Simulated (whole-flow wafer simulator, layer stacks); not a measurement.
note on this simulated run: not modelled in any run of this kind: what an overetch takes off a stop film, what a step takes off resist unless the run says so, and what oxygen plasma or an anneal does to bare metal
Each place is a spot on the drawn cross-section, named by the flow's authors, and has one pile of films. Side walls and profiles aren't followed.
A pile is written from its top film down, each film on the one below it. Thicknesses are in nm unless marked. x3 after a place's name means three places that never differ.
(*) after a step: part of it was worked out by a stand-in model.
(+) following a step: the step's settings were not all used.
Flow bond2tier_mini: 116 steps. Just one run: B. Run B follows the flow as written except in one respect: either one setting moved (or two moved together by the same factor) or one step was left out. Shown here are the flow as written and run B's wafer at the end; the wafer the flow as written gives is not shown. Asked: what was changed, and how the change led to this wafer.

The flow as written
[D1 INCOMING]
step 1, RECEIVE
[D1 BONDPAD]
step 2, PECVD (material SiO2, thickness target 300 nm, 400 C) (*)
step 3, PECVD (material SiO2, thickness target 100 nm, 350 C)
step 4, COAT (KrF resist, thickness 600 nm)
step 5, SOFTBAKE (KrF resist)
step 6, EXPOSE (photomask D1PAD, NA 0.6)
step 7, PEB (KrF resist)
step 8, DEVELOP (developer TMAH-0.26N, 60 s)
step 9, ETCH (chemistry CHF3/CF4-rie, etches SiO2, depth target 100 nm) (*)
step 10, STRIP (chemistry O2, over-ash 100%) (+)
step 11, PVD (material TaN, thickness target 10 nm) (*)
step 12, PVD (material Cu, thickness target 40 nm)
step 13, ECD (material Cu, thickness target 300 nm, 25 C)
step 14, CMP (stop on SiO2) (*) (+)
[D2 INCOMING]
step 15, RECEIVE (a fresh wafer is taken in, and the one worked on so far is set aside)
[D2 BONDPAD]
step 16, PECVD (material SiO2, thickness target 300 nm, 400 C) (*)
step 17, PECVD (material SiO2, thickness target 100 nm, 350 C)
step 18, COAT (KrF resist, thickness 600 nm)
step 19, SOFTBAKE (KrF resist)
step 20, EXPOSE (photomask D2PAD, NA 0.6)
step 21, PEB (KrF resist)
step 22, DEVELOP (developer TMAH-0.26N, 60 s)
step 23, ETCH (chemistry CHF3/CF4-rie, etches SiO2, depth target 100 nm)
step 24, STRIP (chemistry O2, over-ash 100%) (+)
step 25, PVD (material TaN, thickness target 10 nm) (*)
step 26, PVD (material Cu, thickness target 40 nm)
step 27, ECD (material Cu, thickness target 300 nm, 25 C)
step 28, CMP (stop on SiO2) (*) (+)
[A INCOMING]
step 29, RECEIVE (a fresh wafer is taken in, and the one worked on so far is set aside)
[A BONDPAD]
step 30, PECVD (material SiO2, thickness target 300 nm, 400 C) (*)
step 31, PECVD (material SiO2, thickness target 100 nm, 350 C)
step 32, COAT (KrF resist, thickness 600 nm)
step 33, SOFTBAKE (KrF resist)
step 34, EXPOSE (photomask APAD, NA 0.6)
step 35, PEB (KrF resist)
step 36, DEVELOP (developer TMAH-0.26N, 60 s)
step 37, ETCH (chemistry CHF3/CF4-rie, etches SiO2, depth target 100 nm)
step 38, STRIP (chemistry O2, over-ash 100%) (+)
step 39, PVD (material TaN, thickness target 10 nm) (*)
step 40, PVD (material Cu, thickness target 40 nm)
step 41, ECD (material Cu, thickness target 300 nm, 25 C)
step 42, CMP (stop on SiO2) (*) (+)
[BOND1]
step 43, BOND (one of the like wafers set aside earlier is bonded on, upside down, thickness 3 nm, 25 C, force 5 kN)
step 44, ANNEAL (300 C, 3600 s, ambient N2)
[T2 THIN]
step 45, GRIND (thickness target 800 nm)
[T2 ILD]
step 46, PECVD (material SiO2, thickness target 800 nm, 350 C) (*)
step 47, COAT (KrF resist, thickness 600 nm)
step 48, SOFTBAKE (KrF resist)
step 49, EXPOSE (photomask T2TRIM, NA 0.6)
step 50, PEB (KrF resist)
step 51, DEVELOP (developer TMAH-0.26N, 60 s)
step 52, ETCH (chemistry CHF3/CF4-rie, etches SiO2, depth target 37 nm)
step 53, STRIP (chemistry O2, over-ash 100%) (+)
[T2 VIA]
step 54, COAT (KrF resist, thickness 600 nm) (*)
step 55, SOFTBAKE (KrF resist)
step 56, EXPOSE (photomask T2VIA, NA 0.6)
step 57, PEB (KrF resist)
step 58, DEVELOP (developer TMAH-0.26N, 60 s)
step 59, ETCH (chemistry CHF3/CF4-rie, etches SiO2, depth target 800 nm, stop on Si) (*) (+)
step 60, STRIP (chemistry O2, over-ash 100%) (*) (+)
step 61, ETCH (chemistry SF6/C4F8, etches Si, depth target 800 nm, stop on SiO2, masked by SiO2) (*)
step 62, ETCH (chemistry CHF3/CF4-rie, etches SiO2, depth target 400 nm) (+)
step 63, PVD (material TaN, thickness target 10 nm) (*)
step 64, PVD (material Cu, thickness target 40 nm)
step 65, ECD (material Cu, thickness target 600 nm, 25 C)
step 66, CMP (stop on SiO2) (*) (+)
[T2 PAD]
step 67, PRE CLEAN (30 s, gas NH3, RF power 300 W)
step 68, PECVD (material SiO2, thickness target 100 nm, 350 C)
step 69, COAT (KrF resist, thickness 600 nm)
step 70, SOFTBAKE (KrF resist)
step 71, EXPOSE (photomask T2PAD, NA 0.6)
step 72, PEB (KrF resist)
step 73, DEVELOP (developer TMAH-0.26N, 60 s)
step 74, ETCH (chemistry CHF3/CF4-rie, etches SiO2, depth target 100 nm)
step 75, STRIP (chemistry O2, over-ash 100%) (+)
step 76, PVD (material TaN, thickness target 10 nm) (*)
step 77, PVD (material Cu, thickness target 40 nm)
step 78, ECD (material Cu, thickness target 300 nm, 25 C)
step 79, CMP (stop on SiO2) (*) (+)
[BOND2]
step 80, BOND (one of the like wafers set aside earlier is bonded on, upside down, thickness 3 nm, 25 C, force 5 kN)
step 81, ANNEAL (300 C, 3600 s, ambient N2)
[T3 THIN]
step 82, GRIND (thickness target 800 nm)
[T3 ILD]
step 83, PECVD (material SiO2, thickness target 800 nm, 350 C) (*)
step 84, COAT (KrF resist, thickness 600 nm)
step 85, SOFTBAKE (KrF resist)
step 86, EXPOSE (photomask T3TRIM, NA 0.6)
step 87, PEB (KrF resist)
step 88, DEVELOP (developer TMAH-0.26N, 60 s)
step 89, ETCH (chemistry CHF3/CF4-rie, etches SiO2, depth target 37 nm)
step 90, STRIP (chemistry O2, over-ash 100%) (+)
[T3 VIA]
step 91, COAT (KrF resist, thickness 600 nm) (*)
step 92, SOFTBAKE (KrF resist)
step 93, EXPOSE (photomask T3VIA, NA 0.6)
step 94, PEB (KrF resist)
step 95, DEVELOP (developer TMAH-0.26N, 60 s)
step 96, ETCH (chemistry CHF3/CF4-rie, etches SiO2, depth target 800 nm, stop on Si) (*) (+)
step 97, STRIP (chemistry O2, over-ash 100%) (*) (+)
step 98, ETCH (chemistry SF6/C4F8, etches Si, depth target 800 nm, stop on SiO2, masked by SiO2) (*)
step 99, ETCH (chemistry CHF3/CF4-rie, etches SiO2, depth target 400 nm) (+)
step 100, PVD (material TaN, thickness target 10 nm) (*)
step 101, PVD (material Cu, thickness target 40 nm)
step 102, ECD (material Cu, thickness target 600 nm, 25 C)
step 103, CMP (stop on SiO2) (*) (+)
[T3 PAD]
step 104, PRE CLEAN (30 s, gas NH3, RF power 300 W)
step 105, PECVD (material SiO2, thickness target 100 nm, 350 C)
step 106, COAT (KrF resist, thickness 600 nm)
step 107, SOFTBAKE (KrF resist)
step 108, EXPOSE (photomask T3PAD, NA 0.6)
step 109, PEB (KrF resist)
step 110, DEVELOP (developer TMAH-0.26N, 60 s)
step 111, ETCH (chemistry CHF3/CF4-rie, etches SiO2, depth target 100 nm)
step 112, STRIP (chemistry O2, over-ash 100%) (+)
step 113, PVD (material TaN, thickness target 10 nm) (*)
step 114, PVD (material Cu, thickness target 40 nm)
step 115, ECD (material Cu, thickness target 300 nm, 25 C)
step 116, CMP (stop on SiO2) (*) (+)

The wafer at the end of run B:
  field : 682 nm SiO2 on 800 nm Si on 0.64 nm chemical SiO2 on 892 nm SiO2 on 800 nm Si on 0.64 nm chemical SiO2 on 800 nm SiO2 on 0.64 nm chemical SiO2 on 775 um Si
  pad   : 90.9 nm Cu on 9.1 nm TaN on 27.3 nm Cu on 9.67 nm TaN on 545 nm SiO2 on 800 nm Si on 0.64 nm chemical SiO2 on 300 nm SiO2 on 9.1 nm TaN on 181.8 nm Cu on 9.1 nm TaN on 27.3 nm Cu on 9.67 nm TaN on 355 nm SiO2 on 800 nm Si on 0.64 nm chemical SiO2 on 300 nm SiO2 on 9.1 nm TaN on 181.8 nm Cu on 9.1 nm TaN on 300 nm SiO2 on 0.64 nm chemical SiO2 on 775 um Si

What caused this: step 99, ETCH: depth target 210 nm was run, though the flow has depth target 400 nm.

Step by step, how the change led to this:
  step 99, ETCH (chemistry CHF3/CF4-rie, etches SiO2, depth target 400 nm) (+)
      field, pad: SiO2 loses 210 (in the flow as written it would be: SiO2 loses 400)
